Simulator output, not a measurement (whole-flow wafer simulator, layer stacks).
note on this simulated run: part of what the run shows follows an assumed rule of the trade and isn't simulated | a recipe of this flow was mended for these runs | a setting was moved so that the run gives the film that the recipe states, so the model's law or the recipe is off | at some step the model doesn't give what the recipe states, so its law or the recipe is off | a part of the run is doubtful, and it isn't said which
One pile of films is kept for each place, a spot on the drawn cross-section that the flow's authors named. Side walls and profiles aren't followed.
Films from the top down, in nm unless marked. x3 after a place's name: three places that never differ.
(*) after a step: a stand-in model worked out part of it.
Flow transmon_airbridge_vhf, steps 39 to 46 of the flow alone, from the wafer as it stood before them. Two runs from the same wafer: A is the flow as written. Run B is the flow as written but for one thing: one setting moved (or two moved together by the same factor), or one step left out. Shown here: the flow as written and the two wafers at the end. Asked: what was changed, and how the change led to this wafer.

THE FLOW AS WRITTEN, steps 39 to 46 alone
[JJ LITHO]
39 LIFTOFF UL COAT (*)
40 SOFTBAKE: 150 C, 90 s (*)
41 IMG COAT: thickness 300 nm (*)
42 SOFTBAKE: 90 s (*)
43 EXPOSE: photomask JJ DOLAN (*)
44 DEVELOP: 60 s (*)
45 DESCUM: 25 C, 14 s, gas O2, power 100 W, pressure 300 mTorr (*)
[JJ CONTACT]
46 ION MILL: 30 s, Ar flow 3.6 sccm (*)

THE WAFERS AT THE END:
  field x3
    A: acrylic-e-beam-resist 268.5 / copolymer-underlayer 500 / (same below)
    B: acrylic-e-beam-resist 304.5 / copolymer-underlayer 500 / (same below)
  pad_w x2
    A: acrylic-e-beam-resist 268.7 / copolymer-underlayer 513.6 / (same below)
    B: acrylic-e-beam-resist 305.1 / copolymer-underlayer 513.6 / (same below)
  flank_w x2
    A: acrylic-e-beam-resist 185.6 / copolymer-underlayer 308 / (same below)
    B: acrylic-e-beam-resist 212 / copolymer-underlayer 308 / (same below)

The cause: step 41, IMG COAT: thickness 336 nm was run, where the flow has thickness 300 nm.

How the change led to this, step by step:
  41 IMG COAT: thickness 300 nm (*)
      field x3, jj_line, ground_far x3: A acrylic-e-beam-resist +300 (new film) | B acrylic-e-beam-resist +336 (new film)
      pad_w x2: A acrylic-e-beam-resist +300.2 (new film) | B acrylic-e-beam-resist +336.6 (new film)
      (and at 8 more places)
  44 DEVELOP: 60 s (*)
      jj_line: A acrylic-e-beam-resist -300 (all of it), copolymer-underlayer -500 (all of it) | B acrylic-e-beam-resist -336 (all of it), copolymer-underlayer -500 (all of it)
